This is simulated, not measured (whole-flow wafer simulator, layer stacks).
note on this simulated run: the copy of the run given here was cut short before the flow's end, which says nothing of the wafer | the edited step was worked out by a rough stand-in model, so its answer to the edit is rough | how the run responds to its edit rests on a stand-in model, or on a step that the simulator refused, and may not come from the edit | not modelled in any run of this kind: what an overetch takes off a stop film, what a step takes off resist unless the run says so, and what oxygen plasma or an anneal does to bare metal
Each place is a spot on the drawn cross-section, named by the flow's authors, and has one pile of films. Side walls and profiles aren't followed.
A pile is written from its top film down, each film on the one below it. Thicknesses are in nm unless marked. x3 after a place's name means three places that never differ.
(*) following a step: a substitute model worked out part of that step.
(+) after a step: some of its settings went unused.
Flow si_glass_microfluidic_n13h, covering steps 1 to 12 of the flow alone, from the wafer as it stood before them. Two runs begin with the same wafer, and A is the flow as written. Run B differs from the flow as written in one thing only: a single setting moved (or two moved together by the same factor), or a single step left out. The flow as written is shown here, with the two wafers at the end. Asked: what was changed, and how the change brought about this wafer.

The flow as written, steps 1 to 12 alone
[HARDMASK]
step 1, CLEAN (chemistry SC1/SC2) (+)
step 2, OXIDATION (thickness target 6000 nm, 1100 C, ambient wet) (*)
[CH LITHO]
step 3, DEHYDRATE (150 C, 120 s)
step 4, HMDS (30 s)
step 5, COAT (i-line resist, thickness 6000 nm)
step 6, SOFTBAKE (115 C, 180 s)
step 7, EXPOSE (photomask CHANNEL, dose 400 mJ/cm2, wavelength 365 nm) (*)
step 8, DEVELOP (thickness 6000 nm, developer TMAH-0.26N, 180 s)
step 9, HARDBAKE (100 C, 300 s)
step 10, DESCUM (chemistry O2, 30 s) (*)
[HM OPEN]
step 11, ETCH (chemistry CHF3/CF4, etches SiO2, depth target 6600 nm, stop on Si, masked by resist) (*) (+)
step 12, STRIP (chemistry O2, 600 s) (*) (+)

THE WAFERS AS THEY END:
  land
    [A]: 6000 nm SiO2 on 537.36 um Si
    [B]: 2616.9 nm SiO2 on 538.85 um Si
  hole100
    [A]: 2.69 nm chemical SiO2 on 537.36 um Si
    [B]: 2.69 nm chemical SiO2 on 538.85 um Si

What caused this: step 2, OXIDATION: 880 C was run, while the flow as written has 1100 C.

The path from the change to this, step by step:
  step 2, OXIDATION (thickness target 6000 nm, 1100 C, ambient wet) (*)
      land, hole100: A +6000 SiO2 (new film), -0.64 chemical SiO2 (all of it), -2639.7 Si | B +2616.9 SiO2 (new film), -0.64 chemical SiO2 (all of it), -1151.2 Si
  step 11, ETCH (chemistry CHF3/CF4, etches SiO2, depth target 6600 nm, stop on Si, masked by resist) (*) (+)
      land: A -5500 i-line resist | B -3271.2 i-line resist
      hole100: A -6000 SiO2 (all of it) | B -2616.9 SiO2 (all of it)
  step 12, STRIP (chemistry O2, 600 s) (*) (+)
      land: A -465 i-line resist (all of it) | B -2693.8 i-line resist (all of it)
